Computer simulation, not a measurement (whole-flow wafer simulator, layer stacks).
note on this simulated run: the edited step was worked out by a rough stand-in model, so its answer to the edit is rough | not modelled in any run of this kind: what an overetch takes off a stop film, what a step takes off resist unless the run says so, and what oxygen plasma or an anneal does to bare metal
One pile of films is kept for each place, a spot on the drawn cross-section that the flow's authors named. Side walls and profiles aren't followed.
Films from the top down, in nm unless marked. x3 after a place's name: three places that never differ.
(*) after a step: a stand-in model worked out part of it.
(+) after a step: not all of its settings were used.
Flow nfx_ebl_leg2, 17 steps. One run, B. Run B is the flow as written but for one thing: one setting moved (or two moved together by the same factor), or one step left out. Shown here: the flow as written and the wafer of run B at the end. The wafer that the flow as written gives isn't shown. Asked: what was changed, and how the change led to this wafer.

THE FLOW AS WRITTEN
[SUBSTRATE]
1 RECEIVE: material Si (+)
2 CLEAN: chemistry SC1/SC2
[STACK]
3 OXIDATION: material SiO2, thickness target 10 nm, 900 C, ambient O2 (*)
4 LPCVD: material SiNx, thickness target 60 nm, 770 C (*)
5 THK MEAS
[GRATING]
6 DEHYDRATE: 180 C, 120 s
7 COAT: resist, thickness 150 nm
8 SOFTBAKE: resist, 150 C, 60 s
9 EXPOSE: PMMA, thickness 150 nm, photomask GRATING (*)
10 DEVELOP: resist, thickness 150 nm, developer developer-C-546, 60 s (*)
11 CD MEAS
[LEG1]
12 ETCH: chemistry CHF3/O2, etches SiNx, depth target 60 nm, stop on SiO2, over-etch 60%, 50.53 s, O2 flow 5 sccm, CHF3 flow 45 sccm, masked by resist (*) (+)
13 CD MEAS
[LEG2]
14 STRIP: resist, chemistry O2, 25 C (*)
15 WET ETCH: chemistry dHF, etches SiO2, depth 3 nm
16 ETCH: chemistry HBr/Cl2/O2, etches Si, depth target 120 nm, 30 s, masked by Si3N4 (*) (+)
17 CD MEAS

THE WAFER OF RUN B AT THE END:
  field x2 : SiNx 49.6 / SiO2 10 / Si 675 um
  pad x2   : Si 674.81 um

The cause: step 16, ETCH: depth target 183 nm was run, where the flow has depth target 120 nm; step 16, ETCH: 45.8 s was run, where the flow has 30 s.

How the change led to this, step by step:
  16 ETCH: chemistry HBr/Cl2/O2, etches Si, depth target 120 nm, 30 s, masked by Si3N4 (*) (+)
      field x2: SiNx -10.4 (as written it would be: SiNx -6.82)
      pad x2: Si -183 (as written it would be: Si -120)
